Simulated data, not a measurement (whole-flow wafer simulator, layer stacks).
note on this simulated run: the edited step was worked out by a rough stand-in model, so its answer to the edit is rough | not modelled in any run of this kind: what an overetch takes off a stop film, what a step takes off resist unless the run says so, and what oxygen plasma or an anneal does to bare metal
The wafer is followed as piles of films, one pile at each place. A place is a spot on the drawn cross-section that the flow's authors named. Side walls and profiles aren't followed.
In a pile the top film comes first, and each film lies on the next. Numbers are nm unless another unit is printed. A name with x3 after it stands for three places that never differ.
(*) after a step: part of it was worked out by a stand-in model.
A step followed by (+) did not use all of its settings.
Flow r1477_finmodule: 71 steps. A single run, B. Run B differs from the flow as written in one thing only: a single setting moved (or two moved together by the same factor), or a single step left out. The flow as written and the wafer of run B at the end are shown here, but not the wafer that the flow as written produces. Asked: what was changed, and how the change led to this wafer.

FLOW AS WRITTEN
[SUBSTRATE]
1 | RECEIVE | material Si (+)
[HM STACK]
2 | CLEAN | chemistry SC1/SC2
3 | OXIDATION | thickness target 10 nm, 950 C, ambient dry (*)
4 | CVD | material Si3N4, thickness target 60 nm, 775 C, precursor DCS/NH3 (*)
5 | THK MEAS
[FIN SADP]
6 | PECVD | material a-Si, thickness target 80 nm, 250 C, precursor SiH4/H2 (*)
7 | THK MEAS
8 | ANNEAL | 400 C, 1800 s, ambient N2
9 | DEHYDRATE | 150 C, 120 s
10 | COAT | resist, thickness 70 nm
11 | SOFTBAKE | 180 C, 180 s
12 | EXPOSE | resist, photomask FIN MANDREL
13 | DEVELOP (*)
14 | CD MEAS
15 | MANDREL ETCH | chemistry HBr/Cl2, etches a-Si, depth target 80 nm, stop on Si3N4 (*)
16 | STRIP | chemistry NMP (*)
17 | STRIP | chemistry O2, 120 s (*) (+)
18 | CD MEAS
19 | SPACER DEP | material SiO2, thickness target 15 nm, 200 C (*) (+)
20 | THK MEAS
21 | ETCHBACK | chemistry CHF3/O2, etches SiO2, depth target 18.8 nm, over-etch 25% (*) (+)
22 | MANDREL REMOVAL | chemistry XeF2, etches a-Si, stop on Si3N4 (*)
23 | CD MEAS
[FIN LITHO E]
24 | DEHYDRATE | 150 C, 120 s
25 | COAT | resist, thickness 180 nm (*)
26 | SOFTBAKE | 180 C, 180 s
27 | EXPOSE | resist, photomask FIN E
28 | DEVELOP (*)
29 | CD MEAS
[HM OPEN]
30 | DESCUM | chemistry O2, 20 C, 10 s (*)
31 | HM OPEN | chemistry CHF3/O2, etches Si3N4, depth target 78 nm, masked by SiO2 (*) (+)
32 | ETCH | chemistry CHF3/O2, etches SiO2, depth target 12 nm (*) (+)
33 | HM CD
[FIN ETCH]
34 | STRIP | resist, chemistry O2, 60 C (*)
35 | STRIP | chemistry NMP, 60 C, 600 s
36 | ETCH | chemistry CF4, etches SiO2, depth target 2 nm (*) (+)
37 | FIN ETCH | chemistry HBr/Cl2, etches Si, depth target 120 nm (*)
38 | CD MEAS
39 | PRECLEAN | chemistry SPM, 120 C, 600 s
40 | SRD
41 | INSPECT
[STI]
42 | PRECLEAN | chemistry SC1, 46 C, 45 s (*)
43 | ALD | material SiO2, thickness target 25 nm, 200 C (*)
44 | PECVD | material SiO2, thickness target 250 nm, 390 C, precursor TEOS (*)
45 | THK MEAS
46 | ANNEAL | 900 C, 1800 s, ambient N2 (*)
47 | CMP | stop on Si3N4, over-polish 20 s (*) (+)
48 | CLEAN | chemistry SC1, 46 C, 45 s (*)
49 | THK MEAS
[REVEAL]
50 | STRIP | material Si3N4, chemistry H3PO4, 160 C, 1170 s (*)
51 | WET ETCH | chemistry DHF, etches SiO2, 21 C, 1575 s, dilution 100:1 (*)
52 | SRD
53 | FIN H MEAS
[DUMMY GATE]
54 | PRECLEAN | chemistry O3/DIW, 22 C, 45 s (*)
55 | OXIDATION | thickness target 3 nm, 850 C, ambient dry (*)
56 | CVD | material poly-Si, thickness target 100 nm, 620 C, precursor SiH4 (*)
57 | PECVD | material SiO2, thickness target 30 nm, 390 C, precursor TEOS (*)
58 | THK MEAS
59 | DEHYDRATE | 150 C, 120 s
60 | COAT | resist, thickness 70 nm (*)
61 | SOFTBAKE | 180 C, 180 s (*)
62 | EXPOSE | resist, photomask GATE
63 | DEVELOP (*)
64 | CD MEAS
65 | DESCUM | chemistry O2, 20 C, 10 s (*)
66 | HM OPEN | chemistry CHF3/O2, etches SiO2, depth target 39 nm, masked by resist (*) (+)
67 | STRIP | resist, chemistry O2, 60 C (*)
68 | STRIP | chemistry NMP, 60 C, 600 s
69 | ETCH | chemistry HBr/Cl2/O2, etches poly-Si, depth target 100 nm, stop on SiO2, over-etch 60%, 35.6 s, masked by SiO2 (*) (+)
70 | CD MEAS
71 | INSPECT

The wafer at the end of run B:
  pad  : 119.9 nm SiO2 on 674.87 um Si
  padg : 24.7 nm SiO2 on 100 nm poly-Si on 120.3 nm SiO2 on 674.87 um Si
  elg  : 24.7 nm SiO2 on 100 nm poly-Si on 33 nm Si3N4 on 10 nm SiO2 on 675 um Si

Cause: step 51, WET ETCH: 1260 s was run, while the flow as written has 1575 s.

The path from the change to this, step by step:
  51 | WET ETCH | chemistry DHF, etches SiO2, 21 C, 1575 s, dilution 100:1 (*)
      pad, padg, e40sg and 12 more: SiO2 loses 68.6 (as written it would have been: SiO2 loses 85.7)
      elg, e40lg, e100lg, e200lg, elo, e40lo, e100lo, e200lo: SiO2 loses 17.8 (all of it), Si3N4 loses 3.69 (as written it would have been: SiO2 loses 17.8 (all of it), Si3N4 loses 4.97)
      (and at 7 other places as well)
  56 | CVD | material poly-Si, thickness target 100 nm, 620 C, precursor SiH4 (*)
      s40cg, s40co: poly-Si gains 100 (new film) (as written it would have been: poly-Si gains 113.9 (new film))
      s45cg, s45co: poly-Si gains 100 (new film) (as written it would have been: poly-Si gains 113.4 (new film))
      (and at 3 other places as well)
  60 | COAT | resist, thickness 70 nm (*)
      e40sg, eso, e40so: resist gains 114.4 (new film) (as written it would have been: resist gains 129.5 (new film))
      e100sg, e100so: resist gains 114.4 (new film) (as written it would have been: resist gains 129.4 (new film))
      (and at 14 other places as well)
  63 | DEVELOP (*)
      eso, e40so: resist loses 114.4 (all of it) (as written it would have been: resist loses 129.5 (all of it))
      e100so: resist loses 114.4 (all of it) (as written it would have been: resist loses 129.4 (all of it))
      (and at 7 other places as well)
  67 | STRIP | resist, chemistry O2, 60 C (*)
      e40lg, e100lg, e200lg: resist loses 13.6 (all of it) (as written it would have been: resist loses 12.8 (all of it))
      e40sg: resist loses 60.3 (all of it) (as written it would have been: resist loses 75.4 (all of it))
      (and at 10 other places as well)
  69 | ETCH | chemistry HBr/Cl2/O2, etches poly-Si, depth target 100 nm, stop on SiO2, over-etch 60%, 35.6 s, masked by SiO2 (*) (+)
      s40co: chemical SiO2 loses 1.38 (all of it), poly-Si loses 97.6 (all of it), SiO2 loses 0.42 (as written it would have been: chemical SiO2 loses 1.46 (all of it), poly-Si loses 111.5 (all of it), SiO2 loses 0.24)
      s45co: chemical SiO2 loses 1.38 (all of it), poly-Si loses 97.6 (all of it), SiO2 loses 0.42 (as written it would have been: chemical SiO2 loses 1.46 (all of it), poly-Si loses 110.9 (all of it), SiO2 loses 0.25)
      (and at 1 other place as well)
